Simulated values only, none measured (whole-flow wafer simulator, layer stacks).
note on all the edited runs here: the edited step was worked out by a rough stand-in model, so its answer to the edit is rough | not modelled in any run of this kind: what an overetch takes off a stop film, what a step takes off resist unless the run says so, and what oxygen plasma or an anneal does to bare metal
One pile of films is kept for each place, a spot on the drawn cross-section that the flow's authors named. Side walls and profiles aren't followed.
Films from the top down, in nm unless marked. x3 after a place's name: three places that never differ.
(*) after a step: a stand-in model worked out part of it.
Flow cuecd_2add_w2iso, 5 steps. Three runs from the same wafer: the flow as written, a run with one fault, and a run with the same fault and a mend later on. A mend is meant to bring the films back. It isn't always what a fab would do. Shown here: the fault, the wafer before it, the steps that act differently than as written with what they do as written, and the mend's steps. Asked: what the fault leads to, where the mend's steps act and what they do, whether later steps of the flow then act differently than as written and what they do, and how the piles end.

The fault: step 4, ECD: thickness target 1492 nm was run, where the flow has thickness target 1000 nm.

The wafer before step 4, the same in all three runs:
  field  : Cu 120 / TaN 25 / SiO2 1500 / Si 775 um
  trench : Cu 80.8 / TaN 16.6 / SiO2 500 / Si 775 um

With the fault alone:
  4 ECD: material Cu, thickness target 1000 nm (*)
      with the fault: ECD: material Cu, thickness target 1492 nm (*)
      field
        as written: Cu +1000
        with the fault: Cu +1492
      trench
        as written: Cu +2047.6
        with the fault: Cu +2539.6
  No later step of the flow acts differently than as written at any place that is followed.
  At the end the piles differ from the flow's by more than 2% or 0.5 nm, whichever is larger, at field, trench.
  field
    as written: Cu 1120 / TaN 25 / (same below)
    with the fault: Cu 1612 / TaN 25 / (same below)
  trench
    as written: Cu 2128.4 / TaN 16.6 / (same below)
    with the fault: Cu 2620.4 / TaN 16.6 / (same below)

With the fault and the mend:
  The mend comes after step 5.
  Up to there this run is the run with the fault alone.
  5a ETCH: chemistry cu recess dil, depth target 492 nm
      field, trench
        Cu -492
  No later step of the flow acts differently than as written at any place that is followed.
  At the end the piles are the same as the flow's at every place that both follow.
